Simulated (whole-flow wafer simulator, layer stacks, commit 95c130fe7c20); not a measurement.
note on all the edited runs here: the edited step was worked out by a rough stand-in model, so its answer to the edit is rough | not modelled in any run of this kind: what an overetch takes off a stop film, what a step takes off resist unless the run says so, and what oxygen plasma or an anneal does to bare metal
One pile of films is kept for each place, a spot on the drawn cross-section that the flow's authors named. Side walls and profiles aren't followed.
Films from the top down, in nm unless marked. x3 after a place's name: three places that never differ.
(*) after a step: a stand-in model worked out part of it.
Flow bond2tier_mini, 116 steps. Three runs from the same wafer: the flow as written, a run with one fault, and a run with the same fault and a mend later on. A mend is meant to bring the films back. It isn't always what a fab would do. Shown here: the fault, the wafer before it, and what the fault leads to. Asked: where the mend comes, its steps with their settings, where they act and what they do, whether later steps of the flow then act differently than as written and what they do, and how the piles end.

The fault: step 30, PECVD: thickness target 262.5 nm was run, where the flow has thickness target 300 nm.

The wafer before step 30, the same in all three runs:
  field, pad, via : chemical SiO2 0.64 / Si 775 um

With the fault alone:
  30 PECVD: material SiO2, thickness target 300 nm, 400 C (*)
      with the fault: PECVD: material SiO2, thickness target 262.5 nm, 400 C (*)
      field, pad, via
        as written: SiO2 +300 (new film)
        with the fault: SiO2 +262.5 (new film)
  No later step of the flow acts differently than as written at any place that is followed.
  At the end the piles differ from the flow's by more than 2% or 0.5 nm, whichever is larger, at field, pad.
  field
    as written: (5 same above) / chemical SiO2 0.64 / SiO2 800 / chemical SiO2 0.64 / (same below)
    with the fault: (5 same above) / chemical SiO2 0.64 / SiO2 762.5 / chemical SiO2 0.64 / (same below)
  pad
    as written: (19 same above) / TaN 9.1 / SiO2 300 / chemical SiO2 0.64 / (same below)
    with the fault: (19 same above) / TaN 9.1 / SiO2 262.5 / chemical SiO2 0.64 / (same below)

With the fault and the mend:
  The mend comes after step 30.
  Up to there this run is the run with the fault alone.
  30a PECVD: material SiO2, thickness target 37.5 nm, 400 C (the flow's step 30 once more, with other settings)
      field, pad, via
        SiO2 +37.5
  No later step of the flow acts differently than as written at any place that is followed.
  At the end the piles are the same as the flow's at every place that both follow.
